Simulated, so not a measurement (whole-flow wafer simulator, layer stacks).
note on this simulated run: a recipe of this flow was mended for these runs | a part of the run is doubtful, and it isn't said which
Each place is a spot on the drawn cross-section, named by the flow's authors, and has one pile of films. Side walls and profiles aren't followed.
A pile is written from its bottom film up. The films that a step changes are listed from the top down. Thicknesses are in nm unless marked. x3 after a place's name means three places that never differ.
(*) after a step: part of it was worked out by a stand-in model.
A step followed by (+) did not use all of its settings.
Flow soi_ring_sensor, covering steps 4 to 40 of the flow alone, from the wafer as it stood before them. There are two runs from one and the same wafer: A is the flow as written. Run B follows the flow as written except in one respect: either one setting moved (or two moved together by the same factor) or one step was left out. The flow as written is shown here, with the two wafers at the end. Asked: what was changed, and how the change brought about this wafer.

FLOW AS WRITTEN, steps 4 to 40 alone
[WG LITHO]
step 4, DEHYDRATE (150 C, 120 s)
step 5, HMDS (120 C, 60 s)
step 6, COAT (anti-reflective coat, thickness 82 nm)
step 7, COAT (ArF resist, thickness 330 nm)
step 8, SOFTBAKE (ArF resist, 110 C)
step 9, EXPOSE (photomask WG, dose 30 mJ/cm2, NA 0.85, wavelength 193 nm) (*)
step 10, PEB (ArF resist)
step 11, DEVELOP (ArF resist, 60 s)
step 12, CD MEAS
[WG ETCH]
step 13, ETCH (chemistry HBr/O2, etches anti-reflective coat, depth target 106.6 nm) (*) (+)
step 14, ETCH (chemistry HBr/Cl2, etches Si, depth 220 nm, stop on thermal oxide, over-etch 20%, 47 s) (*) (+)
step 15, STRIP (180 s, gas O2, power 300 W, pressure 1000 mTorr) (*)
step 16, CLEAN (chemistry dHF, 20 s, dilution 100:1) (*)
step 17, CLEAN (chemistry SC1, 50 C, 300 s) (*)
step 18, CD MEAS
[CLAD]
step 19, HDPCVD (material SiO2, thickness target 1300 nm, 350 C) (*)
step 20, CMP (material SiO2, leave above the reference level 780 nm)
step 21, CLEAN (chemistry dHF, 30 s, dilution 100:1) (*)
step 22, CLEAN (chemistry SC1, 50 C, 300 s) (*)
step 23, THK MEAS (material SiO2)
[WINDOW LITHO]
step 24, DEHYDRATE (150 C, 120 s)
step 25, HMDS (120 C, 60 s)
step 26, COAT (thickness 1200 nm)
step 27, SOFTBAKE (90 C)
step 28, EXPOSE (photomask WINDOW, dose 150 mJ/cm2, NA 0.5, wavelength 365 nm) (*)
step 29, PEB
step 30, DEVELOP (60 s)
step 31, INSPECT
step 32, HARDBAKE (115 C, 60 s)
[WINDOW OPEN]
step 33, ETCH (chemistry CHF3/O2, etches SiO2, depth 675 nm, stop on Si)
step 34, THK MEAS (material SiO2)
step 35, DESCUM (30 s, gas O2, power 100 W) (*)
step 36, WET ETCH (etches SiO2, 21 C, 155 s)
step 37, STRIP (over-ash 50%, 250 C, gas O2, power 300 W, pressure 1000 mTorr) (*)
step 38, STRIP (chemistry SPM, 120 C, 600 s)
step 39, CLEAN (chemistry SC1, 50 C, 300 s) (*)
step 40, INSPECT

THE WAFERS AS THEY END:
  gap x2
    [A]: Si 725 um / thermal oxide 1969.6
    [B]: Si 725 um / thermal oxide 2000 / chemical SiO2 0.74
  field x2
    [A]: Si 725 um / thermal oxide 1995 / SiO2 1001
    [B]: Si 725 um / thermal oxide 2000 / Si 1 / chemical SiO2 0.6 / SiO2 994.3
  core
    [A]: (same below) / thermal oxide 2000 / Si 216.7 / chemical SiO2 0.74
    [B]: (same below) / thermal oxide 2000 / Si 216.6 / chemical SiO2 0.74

Cause: step 13, ETCH: depth target 60 nm was run, whereas the flow has depth target 106.6 nm.

How this came from the change, step by step:
  step 13, ETCH (chemistry HBr/O2, etches anti-reflective coat, depth target 106.6 nm) (*) (+)
      gap x2, field x2: A anti-reflective coat loses 82 (all of it), chemical SiO2 loses 0.6 (all of it), Si loses 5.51 | B anti-reflective coat loses 60
      core, core_clad: A ArF resist loses 106.6 | B ArF resist loses 60
  step 14, ETCH (chemistry HBr/Cl2, etches Si, depth 220 nm, stop on thermal oxide, over-etch 20%, 47 s) (*) (+)
      gap x2, field x2: A Si loses 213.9 (all of it), thermal oxide loses 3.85 | B anti-reflective coat loses 22 (all of it), chemical SiO2 loses 0.6 (all of it), Si loses 216.6
  step 15, STRIP (180 s, gas O2, power 300 W, pressure 1000 mTorr) (*)
      gap x2, field x2: A nothing | B chemical SiO2 gains 1.3 (new film), Si loses 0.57
      core, core_clad: A ArF resist loses 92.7 (all of it), anti-reflective coat loses 82 (all of it), chemical SiO2 gains 0.6, Si loses 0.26 | B ArF resist loses 139.3 (all of it), anti-reflective coat loses 82 (all of it), chemical SiO2 gains 0.57, Si loses 0.25
  step 16, CLEAN (chemistry dHF, 20 s, dilution 100:1) (*)
      gap x2, field x2: A thermal oxide loses 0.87 | B chemical SiO2 loses 1.3 (all of it)
  step 17, CLEAN (chemistry SC1, 50 C, 300 s) (*)
      gap x2, field x2: A thermal oxide loses 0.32 | B chemical SiO2 gains 0.6 (new film), Si loses 1.27
  step 20, CMP (material SiO2, leave above the reference level 780 nm)
      gap x2, field x2: A SiO2 loses 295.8 | B SiO2 loses 302.5
  step 36, WET ETCH (etches SiO2, 21 C, 155 s)
      gap x2: A SiO2 loses 326.6 (all of it), thermal oxide loses 25 | B SiO2 loses 319.9 (all of it), chemical SiO2 loses 0.6 (all of it), Si loses 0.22
  step 37, STRIP (over-ash 50%, 250 C, gas O2, power 300 W, pressure 1000 mTorr) (*)
      gap x2: A nothing | B chemical SiO2 gains 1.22 (new film), Si loses 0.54
